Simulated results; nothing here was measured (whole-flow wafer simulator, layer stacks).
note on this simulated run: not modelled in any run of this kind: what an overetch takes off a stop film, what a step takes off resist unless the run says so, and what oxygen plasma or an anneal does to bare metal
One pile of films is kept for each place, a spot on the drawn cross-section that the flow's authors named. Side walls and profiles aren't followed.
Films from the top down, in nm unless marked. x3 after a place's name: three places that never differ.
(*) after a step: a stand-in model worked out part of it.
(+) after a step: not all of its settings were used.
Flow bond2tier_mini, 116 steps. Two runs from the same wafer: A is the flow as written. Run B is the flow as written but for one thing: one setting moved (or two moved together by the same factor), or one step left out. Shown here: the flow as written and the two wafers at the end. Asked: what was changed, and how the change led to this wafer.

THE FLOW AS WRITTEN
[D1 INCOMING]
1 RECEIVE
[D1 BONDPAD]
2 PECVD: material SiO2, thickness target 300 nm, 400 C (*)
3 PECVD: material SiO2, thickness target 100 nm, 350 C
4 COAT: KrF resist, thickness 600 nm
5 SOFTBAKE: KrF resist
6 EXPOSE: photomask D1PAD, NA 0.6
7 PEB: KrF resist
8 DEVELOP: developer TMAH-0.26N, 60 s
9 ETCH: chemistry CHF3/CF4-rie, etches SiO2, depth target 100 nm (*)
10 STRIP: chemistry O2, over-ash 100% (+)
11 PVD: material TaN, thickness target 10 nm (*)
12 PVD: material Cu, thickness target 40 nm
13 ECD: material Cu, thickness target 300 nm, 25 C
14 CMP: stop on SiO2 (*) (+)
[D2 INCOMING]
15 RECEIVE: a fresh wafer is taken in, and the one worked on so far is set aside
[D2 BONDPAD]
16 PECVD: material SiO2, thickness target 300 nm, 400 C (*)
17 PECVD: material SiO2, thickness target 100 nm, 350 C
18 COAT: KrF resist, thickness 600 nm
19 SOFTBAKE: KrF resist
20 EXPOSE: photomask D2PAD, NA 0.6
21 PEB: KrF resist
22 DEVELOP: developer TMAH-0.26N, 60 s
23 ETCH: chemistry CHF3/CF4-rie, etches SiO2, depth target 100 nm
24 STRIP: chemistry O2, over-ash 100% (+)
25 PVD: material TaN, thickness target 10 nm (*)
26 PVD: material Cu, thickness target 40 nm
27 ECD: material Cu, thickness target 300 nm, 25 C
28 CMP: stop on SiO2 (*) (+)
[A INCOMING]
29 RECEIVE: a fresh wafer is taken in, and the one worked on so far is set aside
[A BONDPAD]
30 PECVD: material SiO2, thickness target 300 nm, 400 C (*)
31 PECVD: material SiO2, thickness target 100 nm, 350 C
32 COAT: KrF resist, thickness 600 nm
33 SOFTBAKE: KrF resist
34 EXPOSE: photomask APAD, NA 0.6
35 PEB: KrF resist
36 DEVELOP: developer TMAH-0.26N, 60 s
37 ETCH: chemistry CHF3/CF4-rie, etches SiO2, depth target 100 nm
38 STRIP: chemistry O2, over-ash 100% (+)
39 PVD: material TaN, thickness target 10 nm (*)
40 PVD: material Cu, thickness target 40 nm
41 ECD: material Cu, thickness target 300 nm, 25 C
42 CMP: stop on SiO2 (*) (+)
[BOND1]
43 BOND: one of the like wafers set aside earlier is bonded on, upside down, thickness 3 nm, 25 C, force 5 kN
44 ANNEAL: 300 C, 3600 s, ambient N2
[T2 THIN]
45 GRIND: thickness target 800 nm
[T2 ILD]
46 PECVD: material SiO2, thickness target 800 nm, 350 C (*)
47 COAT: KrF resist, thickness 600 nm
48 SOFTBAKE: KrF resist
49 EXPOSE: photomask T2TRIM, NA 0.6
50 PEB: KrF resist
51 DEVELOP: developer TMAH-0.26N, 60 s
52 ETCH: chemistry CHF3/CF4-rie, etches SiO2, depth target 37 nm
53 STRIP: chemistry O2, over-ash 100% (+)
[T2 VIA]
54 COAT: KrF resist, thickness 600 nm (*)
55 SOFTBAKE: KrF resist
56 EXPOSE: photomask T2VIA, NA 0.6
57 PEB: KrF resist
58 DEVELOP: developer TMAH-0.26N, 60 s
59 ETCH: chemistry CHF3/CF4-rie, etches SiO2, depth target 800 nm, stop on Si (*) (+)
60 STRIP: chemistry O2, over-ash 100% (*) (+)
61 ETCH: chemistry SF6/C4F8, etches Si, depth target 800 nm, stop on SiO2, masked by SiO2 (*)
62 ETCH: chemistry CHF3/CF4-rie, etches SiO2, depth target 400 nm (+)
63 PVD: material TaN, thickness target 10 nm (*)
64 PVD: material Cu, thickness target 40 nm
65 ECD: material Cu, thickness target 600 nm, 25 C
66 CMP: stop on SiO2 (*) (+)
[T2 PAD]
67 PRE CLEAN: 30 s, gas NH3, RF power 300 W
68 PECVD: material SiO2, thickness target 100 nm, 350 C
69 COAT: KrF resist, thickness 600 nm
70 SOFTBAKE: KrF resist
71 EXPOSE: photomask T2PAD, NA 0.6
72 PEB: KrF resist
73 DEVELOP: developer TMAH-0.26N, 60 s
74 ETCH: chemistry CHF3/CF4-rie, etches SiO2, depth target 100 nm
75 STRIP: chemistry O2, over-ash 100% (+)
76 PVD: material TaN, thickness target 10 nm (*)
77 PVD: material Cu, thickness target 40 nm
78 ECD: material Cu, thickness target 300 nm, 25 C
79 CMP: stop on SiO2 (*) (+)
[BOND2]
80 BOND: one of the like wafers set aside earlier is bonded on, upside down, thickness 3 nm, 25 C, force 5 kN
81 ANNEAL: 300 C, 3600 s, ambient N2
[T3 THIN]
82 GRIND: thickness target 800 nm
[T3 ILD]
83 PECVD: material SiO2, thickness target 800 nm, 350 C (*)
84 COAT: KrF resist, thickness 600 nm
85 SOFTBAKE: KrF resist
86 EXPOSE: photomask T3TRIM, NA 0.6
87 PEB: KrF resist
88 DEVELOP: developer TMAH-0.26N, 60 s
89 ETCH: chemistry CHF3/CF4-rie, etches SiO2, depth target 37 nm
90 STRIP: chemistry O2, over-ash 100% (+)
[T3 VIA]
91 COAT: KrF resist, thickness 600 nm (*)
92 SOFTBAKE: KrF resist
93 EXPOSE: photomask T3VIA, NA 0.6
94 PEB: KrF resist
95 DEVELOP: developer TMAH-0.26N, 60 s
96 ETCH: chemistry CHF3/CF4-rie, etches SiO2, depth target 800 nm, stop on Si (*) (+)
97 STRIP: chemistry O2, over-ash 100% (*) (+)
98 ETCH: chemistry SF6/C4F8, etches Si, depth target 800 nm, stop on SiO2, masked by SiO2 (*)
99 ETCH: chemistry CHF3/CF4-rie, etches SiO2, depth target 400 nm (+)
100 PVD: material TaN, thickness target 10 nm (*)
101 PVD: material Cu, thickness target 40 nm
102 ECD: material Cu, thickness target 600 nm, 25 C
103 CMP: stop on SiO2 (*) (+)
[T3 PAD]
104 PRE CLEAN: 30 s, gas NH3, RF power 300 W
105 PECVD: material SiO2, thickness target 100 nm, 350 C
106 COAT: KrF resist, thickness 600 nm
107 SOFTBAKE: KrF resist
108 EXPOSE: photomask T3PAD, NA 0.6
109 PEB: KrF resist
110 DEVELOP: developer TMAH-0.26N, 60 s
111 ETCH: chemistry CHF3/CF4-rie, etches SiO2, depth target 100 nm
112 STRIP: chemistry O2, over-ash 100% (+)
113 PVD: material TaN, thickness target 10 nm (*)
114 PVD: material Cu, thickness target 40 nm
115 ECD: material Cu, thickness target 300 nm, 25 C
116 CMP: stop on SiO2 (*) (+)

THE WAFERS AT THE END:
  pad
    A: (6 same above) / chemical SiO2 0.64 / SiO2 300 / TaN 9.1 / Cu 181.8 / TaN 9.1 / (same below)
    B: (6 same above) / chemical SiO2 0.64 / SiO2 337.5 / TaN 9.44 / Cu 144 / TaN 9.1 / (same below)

The cause: step 23, ETCH: depth target 62.5 nm was run, where the flow has depth target 100 nm.

How the change led to this, step by step:
  23 ETCH: chemistry CHF3/CF4-rie, etches SiO2, depth target 100 nm
      pad, via: A SiO2 -100 | B SiO2 -62.5
      field: A KrF resist -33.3 | B KrF resist -20.8
  24 STRIP: chemistry O2, over-ash 100% (+)
      field: A KrF resist -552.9 (all of it) | B KrF resist -565.4 (all of it)
  26 PVD: material Cu, thickness target 40 nm
      pad: A Cu +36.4 (new film) | B Cu +37.7 (new film)
  27 ECD: material Cu, thickness target 300 nm, 25 C
      pad: A Cu +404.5 | B Cu +365.3
      via: A Cu +400.2 | B Cu +362.5
  80 BOND: one of the like wafers set aside earlier is bonded on, upside down, thickness 3 nm, 25 C, force 5 kN
      pad: A Si +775 um (new film), chemical SiO2 +0.64 (new film), SiO2 +300 (new film), TaN +9.1 (new film), Cu +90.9 | B Si +775 um (new film), chemical SiO2 +0.64 (new film), SiO2 +337.5 (new film), TaN +9.44 (new film), Cu +53.1
